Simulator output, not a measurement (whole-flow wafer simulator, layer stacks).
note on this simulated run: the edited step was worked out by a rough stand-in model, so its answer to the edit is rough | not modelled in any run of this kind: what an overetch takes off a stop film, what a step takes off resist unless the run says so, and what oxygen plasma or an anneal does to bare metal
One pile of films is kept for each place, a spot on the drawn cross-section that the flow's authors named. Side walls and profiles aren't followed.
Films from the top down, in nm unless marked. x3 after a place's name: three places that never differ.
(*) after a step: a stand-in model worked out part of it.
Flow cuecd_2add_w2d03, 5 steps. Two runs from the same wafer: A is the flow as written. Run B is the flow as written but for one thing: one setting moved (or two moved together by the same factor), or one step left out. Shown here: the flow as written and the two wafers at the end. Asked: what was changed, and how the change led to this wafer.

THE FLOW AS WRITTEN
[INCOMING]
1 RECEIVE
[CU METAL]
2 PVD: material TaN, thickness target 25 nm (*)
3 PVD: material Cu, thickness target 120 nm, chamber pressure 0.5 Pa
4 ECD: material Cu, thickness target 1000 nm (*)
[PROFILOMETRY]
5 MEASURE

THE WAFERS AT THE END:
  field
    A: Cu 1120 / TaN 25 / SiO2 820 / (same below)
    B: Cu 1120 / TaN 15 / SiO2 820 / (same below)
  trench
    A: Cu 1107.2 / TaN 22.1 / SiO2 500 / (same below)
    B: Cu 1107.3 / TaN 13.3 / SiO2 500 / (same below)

The cause: step 2, PVD: thickness target 15 nm was run, where the flow has thickness target 25 nm.
It can be read off the wafer: field has TaN 15, and step 2 as written asks for 25 nm.

How the change led to this, step by step:
  2 PVD: material TaN, thickness target 25 nm (*)
      field: A TaN +25 (new film) | B TaN +15 (new film)
      trench: A TaN +22.1 (new film) | B TaN +13.3 (new film)
